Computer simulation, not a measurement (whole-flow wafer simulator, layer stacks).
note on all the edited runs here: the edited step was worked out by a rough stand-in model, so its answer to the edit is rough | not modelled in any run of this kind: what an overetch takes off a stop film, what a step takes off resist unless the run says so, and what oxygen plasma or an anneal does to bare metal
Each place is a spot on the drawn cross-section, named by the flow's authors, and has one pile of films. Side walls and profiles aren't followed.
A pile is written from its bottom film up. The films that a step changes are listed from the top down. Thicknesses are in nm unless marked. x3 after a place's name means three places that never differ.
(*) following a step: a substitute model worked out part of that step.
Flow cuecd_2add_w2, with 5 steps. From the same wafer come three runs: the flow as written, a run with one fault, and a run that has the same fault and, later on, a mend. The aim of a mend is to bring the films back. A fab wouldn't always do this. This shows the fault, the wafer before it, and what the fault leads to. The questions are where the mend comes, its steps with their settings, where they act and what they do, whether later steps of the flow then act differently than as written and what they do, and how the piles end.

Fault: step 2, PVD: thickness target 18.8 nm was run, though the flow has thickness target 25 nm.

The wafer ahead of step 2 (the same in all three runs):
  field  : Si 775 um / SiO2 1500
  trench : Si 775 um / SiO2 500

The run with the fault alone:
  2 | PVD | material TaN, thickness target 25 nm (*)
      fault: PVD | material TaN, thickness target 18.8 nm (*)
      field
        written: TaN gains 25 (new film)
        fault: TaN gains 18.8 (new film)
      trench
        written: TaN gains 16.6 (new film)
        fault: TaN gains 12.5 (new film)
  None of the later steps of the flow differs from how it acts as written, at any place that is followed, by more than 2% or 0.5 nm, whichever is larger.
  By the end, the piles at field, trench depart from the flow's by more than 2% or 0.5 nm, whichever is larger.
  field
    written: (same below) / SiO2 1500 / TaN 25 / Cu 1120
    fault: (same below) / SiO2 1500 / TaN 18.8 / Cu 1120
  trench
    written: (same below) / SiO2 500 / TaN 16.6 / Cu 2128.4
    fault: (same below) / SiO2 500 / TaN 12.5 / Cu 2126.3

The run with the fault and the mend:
  After step 2 comes the mend.
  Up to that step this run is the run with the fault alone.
  2a | PVD | material TaN, thickness target 6.2 nm (*) (the flow's step 2, run once more with other settings)
      field
        TaN gains 6.2
      trench
        TaN gains 4.09
  None of the later steps of the flow acts differently than as written at any place that is followed.
  By the end, the piles equal the flow's at every place that both follow.
